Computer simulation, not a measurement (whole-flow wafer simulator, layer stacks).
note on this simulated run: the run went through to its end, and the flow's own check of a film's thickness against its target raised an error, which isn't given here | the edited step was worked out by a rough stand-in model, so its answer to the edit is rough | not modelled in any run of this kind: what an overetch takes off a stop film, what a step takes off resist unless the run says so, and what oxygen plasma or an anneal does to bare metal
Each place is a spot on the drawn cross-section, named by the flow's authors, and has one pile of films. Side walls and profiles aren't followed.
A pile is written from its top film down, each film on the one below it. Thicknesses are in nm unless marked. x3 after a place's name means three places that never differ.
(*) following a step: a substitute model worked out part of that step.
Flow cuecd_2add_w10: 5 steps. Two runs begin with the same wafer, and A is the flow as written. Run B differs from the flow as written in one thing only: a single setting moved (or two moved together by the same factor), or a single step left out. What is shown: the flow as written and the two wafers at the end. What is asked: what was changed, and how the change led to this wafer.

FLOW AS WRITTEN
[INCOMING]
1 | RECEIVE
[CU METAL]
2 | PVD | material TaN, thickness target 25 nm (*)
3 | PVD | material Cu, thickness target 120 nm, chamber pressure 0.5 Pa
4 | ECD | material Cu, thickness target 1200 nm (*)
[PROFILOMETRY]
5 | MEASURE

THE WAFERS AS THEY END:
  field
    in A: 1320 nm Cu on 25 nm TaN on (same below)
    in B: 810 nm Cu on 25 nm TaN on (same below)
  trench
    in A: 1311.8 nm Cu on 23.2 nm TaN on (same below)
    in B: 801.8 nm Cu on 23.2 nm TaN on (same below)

What caused this: step 4, ECD: thickness target 690 nm was run, whereas the flow has thickness target 1200 nm.

The path from the change to this, step by step:
  4 | ECD | material Cu, thickness target 1200 nm (*)
      field, trench: A +1200 Cu | B +690 Cu
